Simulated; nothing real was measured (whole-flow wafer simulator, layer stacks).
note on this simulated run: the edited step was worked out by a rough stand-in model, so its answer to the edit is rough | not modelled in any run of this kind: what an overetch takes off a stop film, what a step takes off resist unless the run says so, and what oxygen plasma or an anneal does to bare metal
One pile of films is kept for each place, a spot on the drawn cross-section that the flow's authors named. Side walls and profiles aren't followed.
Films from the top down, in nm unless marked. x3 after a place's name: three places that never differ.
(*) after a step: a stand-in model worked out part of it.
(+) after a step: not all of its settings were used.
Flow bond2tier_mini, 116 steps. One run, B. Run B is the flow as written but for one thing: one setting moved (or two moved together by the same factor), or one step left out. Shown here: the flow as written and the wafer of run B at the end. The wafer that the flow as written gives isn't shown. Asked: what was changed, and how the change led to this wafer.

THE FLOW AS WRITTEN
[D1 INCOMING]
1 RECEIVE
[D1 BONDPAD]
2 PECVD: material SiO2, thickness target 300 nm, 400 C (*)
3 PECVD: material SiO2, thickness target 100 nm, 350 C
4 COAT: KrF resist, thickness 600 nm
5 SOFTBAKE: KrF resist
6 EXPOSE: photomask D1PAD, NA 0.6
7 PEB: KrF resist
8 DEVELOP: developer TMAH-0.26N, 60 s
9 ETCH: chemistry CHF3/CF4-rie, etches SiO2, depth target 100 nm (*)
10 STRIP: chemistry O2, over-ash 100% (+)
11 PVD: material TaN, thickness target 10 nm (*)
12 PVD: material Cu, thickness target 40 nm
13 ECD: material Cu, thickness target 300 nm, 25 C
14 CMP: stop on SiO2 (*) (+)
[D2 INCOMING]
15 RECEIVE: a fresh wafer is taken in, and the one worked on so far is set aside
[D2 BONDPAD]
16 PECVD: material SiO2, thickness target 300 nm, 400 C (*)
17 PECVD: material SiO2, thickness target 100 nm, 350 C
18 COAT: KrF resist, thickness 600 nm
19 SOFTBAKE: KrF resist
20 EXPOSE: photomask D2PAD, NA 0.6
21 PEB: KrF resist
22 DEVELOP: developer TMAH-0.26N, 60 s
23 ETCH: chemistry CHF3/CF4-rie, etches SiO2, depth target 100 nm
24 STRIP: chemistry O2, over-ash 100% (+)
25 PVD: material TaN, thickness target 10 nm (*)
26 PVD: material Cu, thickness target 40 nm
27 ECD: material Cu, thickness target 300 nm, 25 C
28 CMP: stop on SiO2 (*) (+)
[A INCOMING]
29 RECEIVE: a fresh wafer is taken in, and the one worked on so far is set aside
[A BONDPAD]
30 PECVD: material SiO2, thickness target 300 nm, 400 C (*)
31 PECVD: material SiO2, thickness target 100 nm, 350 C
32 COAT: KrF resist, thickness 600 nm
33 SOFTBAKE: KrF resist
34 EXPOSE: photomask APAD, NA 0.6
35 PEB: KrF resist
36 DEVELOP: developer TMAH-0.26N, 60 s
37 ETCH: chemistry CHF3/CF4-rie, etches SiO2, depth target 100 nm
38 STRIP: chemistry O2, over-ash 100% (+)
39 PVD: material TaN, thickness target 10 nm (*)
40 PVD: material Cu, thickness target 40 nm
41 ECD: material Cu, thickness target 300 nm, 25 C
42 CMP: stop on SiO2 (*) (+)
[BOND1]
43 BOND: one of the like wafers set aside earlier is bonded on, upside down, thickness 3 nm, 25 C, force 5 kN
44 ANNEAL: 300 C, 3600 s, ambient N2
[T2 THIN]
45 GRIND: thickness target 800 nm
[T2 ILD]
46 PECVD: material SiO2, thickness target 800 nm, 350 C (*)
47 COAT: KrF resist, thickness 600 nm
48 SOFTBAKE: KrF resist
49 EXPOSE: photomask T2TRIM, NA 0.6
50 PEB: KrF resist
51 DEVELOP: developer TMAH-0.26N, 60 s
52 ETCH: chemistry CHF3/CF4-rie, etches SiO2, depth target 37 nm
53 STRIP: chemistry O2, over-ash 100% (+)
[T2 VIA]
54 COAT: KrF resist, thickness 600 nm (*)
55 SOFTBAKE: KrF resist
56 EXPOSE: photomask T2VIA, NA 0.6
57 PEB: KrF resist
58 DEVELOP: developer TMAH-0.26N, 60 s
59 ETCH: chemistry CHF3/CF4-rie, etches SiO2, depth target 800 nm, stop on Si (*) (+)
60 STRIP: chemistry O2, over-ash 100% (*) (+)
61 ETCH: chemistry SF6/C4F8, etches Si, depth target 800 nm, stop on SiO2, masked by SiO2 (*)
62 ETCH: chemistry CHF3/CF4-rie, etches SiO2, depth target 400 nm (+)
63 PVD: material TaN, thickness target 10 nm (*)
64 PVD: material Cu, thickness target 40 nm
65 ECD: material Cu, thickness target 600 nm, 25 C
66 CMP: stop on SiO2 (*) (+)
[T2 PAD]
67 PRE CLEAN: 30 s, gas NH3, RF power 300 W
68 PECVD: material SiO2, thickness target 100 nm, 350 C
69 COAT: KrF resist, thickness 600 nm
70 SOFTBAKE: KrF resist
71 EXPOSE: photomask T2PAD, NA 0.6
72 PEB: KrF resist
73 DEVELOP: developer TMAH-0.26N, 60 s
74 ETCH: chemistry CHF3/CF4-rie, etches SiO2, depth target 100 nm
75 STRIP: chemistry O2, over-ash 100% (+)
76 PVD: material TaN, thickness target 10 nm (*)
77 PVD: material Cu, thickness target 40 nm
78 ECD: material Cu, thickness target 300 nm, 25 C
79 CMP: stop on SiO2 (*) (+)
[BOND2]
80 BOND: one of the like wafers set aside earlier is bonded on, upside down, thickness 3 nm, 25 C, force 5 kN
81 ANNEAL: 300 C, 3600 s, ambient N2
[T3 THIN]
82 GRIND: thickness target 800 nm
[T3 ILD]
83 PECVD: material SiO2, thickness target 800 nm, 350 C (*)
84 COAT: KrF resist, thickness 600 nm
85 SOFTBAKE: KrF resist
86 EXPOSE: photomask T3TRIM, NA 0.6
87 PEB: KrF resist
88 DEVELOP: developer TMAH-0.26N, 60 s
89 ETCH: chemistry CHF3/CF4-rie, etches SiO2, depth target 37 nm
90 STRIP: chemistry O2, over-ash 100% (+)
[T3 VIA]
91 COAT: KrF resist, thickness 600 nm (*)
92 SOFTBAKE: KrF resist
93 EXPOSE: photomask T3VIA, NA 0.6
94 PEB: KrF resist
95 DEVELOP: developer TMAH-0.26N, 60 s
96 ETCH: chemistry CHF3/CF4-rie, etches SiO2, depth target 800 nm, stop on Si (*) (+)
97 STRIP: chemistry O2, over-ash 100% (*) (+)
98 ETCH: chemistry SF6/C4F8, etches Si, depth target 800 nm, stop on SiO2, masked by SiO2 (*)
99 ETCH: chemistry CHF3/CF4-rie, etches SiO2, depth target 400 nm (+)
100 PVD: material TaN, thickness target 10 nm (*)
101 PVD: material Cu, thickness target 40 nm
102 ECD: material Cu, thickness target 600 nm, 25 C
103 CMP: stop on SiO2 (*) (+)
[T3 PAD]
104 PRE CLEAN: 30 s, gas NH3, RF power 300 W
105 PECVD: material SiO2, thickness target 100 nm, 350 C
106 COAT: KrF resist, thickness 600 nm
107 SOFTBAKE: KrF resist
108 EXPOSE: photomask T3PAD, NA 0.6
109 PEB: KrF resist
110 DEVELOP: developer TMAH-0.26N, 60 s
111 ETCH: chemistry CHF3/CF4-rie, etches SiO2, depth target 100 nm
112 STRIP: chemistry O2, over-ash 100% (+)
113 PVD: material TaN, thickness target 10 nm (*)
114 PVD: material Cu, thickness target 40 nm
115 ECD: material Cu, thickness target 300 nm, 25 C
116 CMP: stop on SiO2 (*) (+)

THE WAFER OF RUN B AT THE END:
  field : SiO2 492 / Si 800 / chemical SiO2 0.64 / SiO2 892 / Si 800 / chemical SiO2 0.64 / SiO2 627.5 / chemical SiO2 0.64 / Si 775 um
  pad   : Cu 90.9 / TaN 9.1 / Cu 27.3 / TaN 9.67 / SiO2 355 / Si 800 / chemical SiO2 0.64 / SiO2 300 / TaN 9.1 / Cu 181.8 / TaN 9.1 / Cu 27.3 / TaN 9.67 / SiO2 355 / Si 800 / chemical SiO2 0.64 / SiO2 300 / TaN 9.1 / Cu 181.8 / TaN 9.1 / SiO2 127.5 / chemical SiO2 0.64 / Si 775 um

The cause: step 30, PECVD: thickness target 127.5 nm was run, where the flow has thickness target 300 nm.
It can be read off the wafer: pad has SiO2 127.5, and step 30 as written asks for 300 nm.

How the change led to this, step by step:
  30 PECVD: material SiO2, thickness target 300 nm, 400 C (*)
      field, pad, via: SiO2 +127.5 (new film) (as written it would be: SiO2 +300 (new film))
